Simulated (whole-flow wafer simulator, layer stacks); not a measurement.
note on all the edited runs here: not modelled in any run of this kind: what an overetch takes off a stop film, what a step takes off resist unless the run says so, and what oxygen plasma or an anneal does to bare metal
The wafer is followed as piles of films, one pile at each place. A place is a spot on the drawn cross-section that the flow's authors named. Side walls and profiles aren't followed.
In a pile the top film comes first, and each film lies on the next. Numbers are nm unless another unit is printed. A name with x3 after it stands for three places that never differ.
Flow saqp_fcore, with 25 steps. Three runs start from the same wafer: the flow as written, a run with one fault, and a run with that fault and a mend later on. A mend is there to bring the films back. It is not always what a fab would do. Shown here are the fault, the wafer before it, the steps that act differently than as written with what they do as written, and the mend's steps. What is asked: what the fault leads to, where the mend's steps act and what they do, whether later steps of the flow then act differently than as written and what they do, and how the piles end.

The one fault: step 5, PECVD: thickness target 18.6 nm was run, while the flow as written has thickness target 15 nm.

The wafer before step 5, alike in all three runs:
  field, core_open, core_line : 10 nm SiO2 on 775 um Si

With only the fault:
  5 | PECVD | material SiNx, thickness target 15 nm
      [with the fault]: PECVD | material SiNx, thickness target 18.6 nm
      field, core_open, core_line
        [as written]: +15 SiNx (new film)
        [with the fault]: +18.6 SiNx (new film)
  Every later step of the flow that is run acts as written at every place that is followed.
  The piles end different from the flow's at field, core_open, core_line by more than 2% or 0.5 nm, whichever is larger.
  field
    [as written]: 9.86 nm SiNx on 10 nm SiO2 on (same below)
    [with the fault]: 13.5 nm SiNx on 10 nm SiO2 on (same below)
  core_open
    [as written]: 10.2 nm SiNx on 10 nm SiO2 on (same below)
    [with the fault]: 13.8 nm SiNx on 10 nm SiO2 on (same below)
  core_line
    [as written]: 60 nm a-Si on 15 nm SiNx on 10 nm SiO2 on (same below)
    [with the fault]: 60 nm a-Si on 18.6 nm SiNx on 10 nm SiO2 on (same below)

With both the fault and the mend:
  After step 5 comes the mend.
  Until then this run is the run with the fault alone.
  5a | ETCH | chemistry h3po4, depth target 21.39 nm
      field, core_open, core_line
        -18.6 SiNx (all of it)
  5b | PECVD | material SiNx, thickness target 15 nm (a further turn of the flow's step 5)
      field, core_open, core_line
        +15 SiNx (new film)
  Every later step of the flow that is run acts as written at every place that is followed.
  The piles end the same as the flow's at every place that both follow.
